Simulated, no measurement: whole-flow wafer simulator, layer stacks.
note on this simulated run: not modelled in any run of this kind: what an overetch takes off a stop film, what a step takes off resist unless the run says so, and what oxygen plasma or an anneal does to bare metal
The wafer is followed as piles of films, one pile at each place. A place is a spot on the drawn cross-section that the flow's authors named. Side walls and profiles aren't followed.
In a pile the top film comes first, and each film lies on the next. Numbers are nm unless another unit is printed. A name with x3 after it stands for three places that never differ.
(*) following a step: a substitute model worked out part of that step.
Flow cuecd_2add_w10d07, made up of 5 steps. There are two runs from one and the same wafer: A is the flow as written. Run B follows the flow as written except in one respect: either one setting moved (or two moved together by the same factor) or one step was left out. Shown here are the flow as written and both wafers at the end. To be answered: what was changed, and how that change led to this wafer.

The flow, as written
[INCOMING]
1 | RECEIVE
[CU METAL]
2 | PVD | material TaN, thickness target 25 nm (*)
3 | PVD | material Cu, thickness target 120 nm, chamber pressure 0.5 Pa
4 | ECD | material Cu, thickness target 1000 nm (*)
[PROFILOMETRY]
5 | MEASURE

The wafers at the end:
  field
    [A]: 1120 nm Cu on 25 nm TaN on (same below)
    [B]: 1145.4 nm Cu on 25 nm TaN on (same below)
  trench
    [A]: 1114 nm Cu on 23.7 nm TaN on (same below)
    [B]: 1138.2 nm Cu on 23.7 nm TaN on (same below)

The reason: step 3, PVD: thickness target 145.4 nm was run, though the flow has thickness target 120 nm.

The path from the change to this, step by step:
  3 | PVD | material Cu, thickness target 120 nm, chamber pressure 0.5 Pa
      field: A +120 Cu (new film) | B +145.4 Cu (new film)
      trench: A +114 Cu (new film) | B +138.2 Cu (new film)
